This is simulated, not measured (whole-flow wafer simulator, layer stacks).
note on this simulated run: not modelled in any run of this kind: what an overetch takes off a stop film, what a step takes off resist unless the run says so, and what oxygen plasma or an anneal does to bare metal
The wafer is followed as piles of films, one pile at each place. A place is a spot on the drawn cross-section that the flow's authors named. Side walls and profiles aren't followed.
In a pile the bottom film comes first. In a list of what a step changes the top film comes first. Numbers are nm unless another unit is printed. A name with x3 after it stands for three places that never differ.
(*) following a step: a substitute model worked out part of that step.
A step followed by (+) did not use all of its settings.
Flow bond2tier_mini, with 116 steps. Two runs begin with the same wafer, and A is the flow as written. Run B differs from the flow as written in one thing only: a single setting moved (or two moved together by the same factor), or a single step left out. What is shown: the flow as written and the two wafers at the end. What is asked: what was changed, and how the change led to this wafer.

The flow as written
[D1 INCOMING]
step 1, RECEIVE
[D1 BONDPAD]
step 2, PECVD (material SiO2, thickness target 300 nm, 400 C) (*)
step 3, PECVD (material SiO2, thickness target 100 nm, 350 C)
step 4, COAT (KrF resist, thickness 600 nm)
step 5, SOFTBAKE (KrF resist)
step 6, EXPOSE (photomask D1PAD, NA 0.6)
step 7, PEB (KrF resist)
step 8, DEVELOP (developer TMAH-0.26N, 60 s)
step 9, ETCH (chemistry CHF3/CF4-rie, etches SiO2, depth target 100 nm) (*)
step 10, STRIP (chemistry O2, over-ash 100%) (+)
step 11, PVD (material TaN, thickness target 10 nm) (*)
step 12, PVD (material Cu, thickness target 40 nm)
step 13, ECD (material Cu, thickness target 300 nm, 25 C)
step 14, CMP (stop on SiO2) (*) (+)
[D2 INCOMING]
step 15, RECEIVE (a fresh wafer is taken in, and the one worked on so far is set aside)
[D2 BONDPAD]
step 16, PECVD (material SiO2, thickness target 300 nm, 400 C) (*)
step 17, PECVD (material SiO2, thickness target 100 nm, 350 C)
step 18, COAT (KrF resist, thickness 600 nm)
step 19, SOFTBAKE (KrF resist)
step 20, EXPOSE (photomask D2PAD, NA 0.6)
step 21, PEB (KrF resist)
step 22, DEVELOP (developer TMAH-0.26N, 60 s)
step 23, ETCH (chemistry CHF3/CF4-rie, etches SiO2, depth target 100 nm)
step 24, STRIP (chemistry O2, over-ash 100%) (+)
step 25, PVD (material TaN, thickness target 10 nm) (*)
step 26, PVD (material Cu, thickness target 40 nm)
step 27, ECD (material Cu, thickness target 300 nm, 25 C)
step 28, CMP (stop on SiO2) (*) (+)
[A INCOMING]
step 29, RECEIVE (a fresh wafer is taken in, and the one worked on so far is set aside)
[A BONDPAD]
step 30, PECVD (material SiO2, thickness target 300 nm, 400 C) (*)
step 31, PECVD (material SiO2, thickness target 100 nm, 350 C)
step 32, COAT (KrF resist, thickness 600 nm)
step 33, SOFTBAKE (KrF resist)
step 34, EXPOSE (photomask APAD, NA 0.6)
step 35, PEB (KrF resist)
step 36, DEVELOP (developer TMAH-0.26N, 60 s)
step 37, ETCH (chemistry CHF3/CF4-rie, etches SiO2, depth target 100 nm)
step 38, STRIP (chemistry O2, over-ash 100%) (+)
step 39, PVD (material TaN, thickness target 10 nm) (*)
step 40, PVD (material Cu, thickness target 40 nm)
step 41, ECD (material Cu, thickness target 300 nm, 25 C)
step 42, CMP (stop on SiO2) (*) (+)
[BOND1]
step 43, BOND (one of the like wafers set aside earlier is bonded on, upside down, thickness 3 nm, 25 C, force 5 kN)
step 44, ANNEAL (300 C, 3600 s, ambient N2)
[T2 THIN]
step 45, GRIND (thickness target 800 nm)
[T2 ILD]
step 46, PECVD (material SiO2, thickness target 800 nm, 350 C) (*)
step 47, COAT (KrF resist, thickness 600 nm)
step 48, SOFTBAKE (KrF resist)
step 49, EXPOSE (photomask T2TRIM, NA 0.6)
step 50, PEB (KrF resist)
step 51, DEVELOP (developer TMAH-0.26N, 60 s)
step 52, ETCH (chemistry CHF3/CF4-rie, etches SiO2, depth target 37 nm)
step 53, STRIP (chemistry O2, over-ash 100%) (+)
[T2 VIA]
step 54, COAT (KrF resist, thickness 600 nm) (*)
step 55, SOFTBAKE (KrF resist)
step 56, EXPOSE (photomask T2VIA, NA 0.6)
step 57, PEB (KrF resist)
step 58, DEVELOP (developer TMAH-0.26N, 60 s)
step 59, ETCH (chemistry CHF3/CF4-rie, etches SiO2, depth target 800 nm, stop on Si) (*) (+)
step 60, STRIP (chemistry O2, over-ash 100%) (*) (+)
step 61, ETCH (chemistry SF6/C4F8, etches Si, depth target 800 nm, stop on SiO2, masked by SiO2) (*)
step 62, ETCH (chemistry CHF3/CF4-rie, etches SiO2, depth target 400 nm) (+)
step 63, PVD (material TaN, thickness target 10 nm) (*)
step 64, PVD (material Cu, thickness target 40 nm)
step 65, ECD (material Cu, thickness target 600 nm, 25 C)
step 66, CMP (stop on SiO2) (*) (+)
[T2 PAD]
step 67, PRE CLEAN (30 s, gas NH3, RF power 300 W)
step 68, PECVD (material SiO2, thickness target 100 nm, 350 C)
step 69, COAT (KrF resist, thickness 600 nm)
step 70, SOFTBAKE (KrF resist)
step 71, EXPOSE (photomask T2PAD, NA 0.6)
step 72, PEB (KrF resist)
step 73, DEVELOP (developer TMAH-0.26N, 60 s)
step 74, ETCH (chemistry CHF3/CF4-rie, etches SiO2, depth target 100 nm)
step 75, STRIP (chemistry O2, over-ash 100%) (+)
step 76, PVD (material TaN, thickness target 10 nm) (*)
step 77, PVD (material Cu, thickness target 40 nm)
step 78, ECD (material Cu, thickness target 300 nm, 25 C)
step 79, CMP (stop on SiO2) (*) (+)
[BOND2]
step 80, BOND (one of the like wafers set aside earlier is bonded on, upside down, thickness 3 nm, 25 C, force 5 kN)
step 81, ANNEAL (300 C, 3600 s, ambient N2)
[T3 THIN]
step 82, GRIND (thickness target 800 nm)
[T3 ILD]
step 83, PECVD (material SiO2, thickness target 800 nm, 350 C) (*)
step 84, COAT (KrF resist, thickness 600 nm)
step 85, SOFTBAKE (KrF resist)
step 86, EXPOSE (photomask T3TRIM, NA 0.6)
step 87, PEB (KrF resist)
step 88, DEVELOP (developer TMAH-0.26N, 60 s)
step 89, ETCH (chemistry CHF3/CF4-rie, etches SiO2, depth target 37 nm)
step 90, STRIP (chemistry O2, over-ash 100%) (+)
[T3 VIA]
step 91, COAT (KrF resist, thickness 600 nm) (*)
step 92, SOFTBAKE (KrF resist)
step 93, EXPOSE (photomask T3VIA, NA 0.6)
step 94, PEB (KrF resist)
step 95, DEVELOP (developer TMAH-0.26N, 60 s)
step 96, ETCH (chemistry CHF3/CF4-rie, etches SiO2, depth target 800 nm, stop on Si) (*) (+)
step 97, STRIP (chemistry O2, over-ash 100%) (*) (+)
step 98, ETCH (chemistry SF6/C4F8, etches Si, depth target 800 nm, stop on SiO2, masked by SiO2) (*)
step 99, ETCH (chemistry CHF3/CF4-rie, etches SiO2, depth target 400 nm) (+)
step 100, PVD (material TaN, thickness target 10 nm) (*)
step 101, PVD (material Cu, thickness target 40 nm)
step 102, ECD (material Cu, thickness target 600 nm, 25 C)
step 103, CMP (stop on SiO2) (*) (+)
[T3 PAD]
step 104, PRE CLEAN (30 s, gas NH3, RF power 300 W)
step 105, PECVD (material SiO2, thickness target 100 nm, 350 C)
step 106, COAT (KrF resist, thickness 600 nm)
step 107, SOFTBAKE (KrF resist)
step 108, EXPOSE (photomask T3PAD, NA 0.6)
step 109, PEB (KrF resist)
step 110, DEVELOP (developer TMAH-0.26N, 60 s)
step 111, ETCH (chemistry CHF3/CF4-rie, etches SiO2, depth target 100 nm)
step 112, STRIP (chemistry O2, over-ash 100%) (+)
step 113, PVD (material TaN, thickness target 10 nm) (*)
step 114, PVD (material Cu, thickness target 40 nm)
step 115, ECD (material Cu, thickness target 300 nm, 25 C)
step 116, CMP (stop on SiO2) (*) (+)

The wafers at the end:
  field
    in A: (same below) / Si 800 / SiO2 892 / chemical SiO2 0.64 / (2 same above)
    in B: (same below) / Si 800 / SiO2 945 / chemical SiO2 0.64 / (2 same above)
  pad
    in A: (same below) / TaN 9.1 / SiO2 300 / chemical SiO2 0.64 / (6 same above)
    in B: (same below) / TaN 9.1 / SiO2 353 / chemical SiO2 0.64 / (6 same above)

Cause: step 17, PECVD: thickness target 153 nm was run, whereas the flow has thickness target 100 nm.

Step by step, how the change led to this:
  step 17, PECVD (material SiO2, thickness target 100 nm, 350 C)
      field, pad, via: A +100 SiO2 | B +153 SiO2
  step 80, BOND (one of the like wafers set aside earlier is bonded on, upside down, thickness 3 nm, 25 C, force 5 kN)
      field: A +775 um Si (new film), +0.64 chemical SiO2 (new film), +400 SiO2 | B +775 um Si (new film), +0.64 chemical SiO2 (new film), +453 SiO2
      pad: A +775 um Si (new film), +0.64 chemical SiO2 (new film), +300 SiO2 (new film), +9.1 TaN (new film), +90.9 Cu | B +775 um Si (new film), +0.64 chemical SiO2 (new film), +353 SiO2 (new film), +9.1 TaN (new film), +90.9 Cu
